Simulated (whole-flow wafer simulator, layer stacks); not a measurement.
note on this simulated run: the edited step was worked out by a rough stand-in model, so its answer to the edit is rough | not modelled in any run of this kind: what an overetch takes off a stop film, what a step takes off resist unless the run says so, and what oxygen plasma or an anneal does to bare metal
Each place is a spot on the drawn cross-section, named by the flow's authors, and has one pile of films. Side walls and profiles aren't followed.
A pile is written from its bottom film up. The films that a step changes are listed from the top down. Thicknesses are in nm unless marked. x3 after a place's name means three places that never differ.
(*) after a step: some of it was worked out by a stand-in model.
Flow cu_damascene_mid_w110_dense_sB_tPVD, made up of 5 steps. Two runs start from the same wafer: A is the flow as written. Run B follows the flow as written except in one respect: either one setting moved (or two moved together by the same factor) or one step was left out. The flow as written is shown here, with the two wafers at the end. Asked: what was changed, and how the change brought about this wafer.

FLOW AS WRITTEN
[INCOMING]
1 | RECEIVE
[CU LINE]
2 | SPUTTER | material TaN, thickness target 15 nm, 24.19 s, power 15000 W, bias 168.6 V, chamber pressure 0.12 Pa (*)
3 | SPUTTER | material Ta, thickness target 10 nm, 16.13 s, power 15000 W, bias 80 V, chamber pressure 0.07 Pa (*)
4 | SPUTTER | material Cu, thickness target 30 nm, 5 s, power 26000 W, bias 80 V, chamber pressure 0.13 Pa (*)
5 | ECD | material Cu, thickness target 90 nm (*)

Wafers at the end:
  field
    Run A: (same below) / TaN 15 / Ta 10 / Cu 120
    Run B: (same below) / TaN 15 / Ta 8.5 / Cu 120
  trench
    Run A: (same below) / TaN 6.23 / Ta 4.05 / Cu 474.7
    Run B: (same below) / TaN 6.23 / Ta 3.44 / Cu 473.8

Cause: step 3, SPUTTER: thickness target 8.5 nm was run, though the flow has thickness target 10 nm; step 3, SPUTTER: 13.71 s was run, where the flow has 16.13 s.
One can read it off the wafer: field has Ta 8.5, and step 3 as written asks for 10 nm.

Step by step, how the change led to this:
  3 | SPUTTER | material Ta, thickness target 10 nm, 16.13 s, power 15000 W, bias 80 V, chamber pressure 0.07 Pa (*)
      field: A +10 Ta (new film) | B +8.5 Ta (new film)
      trench: A +4.05 Ta (new film) | B +3.44 Ta (new film)
